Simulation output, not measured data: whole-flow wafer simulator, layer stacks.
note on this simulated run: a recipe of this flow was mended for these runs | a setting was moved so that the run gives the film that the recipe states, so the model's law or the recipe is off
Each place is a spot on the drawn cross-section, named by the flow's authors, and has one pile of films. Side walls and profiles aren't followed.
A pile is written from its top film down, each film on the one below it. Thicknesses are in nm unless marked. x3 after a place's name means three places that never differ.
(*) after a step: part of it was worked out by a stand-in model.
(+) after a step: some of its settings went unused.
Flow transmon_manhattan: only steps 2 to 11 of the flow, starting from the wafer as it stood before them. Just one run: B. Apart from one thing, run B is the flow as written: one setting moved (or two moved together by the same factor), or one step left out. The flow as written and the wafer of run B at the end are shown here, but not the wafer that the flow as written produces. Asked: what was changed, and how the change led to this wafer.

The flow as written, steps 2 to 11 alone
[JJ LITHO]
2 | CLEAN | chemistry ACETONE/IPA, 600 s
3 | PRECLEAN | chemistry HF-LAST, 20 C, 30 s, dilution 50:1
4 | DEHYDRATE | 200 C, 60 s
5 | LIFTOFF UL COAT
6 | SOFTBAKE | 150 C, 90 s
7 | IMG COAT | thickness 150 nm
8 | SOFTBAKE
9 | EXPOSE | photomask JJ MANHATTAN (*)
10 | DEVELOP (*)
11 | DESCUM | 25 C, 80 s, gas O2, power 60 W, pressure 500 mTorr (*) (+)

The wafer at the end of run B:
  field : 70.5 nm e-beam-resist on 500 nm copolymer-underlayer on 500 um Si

Cause: step 7, IMG COAT: thickness 82.5 nm was run, while the flow as written has thickness 150 nm.

The path from the change to this, step by step:
  7 | IMG COAT | thickness 150 nm
      field, chan_a x2: e-beam-resist gains 82.5 (new film) (in the flow as written it would be: e-beam-resist gains 150 (new film))
  10 | DEVELOP (*)
      chan_a x2: e-beam-resist loses 82.5 (all of it), copolymer-underlayer loses 500 (all of it) (in the flow as written it would be: e-beam-resist loses 150 (all of it), copolymer-underlayer loses 500 (all of it))
